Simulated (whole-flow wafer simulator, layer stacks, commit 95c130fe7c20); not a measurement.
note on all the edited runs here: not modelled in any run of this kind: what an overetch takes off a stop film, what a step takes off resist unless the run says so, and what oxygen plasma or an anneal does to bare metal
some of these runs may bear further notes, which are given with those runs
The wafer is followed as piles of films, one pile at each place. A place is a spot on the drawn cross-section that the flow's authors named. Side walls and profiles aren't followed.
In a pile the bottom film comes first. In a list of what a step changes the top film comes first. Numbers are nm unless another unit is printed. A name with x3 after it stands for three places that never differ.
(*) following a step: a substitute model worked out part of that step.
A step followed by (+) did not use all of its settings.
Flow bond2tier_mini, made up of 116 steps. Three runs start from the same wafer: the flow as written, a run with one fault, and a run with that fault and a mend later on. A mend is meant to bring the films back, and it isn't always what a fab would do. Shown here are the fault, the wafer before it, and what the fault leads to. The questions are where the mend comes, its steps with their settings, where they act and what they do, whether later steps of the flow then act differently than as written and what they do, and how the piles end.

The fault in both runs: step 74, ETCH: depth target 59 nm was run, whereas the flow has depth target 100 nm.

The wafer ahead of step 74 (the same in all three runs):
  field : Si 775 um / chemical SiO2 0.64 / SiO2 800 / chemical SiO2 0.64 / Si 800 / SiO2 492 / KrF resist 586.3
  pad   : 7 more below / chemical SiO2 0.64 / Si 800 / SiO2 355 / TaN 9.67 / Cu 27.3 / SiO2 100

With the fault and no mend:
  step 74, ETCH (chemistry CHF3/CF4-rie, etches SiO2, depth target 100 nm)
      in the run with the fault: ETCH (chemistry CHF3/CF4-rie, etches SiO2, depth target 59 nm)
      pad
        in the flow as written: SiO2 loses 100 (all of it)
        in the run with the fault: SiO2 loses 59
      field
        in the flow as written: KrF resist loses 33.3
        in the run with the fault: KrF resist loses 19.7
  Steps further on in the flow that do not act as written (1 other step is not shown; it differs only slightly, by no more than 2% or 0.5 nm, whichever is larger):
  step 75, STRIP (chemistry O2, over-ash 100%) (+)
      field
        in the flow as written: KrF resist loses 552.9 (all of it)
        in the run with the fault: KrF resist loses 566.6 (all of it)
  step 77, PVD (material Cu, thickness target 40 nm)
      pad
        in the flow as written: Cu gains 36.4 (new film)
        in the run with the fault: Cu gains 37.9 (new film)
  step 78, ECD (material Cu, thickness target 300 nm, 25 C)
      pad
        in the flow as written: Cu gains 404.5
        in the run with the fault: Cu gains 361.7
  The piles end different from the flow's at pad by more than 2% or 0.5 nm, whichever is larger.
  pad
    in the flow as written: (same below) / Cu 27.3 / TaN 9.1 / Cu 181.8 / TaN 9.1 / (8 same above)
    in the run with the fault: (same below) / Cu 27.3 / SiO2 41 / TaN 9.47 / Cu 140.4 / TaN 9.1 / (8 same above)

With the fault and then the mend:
  The mend stands after step 75.
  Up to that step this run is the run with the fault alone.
  step 75a, COAT (KrF resist, thickness 600 nm) (*) (a further turn of the flow's step 69)
      field
        KrF resist gains 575 (new film)
      pad
        KrF resist gains 626.1 (new film)
  step 75b, SOFTBAKE (KrF resist) (a further turn of the flow's step 70)
      alters no film at any place that is followed
  step 75c, EXPOSE (photomask T2PAD, NA 0.6) (a further turn of the flow's step 71)
      alters no film at any place that is followed
  step 75d, PEB (KrF resist) (a further turn of the flow's step 72)
      alters no film at any place that is followed
  step 75e, DEVELOP (developer TMAH-0.26N, 60 s) (a further turn of the flow's step 73)
      field
        KrF resist loses 13.7
      pad
        KrF resist loses 626.1 (all of it)
  step 75f, ETCH (chemistry CHF3/CF4-rie, etches SiO2, depth target 41 nm) (a further turn of the flow's step 74, with different settings)
      field
        KrF resist loses 13.7
      pad
        SiO2 loses 41 (all of it)
  step 75g, STRIP (chemistry O2, over-ash 100%) (+) (a further turn of the flow's step 75)
      field
        KrF resist loses 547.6 (all of it)
  Later steps of the flow that are run all act as written at every place that is followed.
  By the end, the piles equal the flow's at every place that both follow.
